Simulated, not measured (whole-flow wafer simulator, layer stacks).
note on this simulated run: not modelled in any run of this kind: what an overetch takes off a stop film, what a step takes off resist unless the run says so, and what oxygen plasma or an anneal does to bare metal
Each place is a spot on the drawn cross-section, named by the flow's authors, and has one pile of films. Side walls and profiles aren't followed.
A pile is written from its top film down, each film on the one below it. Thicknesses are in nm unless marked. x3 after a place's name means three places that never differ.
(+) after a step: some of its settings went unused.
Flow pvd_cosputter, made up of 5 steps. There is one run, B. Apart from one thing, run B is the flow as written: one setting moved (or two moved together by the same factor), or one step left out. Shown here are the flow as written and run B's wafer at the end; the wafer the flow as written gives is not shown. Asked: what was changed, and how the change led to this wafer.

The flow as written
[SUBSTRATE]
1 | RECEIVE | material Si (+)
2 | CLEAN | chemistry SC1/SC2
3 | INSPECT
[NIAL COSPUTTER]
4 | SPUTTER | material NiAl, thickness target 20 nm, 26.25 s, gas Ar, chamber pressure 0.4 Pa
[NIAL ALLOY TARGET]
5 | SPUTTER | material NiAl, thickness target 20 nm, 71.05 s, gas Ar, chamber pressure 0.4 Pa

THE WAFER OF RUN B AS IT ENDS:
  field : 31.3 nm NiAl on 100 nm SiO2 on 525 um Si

The reason: step 5, SPUTTER: thickness target 11.26 nm was run, though the flow has thickness target 20 nm; step 5, SPUTTER: 40 s was run, where the flow has 71.05 s.

The path from the change to this, step by step:
  5 | SPUTTER | material NiAl, thickness target 20 nm, 71.05 s, gas Ar, chamber pressure 0.4 Pa
      field: +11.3 NiAl (as written it would have been: +20 NiAl)
